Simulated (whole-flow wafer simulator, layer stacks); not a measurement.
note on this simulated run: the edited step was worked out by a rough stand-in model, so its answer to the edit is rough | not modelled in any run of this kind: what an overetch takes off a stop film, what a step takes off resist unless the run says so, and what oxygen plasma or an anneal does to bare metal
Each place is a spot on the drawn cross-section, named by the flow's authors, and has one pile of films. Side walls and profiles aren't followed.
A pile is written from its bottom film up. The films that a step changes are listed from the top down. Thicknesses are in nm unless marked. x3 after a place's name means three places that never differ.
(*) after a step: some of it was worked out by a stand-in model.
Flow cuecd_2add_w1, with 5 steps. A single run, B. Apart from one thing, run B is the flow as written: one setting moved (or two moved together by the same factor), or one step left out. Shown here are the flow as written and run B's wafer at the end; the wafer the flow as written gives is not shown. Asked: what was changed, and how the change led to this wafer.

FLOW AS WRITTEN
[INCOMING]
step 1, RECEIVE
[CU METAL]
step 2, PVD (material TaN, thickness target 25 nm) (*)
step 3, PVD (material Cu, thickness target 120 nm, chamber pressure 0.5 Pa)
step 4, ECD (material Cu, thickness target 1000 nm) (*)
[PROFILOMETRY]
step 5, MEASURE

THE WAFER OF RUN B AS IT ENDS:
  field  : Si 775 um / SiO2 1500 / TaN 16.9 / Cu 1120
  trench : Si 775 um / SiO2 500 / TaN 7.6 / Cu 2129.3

Cause: step 2, PVD: thickness target 16.9 nm was run, while the flow as written has thickness target 25 nm.
One can read it off the wafer: field has TaN 16.9, and step 2 as written asks for 25 nm.

Step by step, how the change led to this:
  step 2, PVD (material TaN, thickness target 25 nm) (*)
      field: TaN gains 16.9 (new film) (as written it would have been: TaN gains 25 (new film))
      trench: TaN gains 7.6 (new film) (as written it would have been: TaN gains 11.2 (new film))
